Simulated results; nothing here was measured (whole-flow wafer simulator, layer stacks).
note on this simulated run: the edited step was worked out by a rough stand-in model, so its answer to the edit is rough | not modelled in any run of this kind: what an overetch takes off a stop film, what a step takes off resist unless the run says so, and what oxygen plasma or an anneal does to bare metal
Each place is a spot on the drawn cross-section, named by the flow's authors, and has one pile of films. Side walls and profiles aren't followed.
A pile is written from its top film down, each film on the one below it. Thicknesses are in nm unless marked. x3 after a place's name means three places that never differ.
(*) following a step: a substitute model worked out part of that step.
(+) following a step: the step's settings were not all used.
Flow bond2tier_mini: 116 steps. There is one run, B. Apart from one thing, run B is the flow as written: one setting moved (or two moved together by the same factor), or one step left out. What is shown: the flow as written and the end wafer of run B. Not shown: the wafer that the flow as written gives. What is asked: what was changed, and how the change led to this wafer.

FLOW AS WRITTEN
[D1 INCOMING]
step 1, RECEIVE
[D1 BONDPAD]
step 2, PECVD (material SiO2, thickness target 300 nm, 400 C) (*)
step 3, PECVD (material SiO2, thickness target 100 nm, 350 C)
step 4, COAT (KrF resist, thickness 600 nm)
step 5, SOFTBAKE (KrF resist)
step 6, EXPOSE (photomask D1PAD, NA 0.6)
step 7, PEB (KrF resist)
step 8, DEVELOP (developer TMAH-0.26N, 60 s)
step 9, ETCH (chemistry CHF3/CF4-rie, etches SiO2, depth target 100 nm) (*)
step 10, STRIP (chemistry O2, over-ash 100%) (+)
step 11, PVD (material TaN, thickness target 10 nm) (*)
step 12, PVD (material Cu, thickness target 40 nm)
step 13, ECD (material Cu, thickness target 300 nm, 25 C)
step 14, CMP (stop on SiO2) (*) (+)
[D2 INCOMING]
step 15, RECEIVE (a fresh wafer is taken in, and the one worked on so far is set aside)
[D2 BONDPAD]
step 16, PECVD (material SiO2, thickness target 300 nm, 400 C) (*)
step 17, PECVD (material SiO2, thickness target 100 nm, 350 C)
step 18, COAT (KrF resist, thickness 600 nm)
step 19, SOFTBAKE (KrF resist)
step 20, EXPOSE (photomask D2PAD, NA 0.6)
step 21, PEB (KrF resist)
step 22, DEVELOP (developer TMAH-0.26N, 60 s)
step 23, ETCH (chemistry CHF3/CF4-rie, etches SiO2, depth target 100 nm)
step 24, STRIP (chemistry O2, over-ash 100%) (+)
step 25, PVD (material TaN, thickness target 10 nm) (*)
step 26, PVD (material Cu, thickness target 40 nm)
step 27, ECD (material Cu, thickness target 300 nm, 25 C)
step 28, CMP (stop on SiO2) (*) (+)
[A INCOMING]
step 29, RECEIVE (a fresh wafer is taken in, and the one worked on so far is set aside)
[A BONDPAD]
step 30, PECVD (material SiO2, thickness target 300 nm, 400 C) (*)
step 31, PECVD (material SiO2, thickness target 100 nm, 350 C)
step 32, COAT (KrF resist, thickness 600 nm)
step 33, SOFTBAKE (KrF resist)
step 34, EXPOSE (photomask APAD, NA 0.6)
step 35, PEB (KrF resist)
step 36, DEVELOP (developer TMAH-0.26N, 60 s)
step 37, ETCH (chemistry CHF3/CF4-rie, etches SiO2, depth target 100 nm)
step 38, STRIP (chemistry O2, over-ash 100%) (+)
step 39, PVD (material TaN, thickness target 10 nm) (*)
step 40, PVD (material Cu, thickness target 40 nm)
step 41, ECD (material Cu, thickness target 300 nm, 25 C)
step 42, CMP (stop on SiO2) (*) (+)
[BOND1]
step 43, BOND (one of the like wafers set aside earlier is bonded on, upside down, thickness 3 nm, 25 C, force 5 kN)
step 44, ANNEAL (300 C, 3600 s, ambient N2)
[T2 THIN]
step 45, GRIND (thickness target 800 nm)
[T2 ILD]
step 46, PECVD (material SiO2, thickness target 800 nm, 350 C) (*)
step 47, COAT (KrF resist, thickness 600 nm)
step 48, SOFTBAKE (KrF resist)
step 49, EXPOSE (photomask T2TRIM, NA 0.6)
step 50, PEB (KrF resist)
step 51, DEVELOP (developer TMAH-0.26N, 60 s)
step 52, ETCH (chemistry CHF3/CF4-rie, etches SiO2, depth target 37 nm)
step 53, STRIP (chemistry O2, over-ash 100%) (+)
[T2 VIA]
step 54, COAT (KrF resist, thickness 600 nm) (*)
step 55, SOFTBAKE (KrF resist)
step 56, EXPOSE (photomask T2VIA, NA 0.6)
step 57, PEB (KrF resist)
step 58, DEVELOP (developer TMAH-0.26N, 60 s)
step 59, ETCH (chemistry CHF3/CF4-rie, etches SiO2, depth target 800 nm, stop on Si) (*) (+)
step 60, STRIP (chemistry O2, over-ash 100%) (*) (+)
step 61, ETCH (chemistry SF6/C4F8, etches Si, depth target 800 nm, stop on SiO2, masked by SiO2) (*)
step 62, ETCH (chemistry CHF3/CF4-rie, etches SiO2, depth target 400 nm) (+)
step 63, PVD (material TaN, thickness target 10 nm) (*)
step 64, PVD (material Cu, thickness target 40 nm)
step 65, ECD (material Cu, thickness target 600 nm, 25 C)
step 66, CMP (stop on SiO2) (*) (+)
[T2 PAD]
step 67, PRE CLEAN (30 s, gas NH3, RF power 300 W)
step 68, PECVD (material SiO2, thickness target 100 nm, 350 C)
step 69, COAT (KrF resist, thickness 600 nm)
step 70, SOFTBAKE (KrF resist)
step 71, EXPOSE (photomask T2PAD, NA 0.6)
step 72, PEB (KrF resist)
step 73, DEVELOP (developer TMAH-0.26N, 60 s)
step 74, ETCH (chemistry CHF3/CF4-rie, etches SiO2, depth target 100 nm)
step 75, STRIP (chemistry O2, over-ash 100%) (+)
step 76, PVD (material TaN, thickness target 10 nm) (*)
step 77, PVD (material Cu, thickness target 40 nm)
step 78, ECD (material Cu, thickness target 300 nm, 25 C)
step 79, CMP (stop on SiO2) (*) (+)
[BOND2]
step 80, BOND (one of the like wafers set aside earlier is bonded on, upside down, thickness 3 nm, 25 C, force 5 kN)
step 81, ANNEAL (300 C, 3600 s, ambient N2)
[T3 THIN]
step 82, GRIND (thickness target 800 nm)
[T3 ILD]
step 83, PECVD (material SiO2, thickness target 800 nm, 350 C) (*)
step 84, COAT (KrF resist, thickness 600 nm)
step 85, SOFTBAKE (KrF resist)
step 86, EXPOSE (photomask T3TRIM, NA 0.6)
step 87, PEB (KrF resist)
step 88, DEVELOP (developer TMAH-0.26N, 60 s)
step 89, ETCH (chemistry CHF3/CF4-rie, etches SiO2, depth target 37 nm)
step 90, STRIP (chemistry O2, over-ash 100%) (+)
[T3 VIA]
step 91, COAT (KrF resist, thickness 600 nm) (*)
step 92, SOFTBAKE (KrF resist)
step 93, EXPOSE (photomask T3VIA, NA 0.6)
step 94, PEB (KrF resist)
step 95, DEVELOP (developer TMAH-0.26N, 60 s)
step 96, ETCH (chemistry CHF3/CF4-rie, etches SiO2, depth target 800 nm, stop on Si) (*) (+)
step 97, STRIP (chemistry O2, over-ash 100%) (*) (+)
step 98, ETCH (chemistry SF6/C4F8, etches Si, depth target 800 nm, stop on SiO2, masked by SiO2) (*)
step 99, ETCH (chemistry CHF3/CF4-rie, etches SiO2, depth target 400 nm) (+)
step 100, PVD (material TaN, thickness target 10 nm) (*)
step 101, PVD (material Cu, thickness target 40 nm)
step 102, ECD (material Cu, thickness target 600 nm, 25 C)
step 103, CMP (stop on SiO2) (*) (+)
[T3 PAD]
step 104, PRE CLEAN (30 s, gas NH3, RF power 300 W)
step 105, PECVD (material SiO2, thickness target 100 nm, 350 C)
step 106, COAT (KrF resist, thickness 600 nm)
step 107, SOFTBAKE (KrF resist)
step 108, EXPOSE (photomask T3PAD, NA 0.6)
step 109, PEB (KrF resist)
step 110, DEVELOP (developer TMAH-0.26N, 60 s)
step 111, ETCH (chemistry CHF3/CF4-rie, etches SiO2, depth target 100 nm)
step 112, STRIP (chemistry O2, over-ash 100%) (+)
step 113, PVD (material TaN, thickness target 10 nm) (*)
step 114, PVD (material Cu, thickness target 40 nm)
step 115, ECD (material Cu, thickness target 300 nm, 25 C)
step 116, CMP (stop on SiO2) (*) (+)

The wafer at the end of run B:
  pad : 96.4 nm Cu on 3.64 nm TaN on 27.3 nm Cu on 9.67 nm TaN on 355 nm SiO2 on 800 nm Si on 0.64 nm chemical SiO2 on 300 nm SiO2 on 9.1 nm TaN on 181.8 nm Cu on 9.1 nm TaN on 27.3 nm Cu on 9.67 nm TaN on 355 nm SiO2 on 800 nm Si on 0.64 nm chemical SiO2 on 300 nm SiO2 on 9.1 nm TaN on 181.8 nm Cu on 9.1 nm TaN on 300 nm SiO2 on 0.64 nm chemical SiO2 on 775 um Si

What caused this: step 113, PVD: thickness target 4 nm was run, while the flow as written has thickness target 10 nm.

How this came from the change, step by step:
  step 113, PVD (material TaN, thickness target 10 nm) (*)
      field: TaN gains 4 (new film) (in the flow as written it would be: TaN gains 10 (new film))
      pad: TaN gains 3.64 (new film) (in the flow as written it would be: TaN gains 9.1 (new film))
  step 116, CMP (stop on SiO2) (*) (+)
      field: Cu loses 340 (all of it), TaN loses 4 (all of it) (in the flow as written it would be: Cu loses 340 (all of it), TaN loses 10 (all of it))
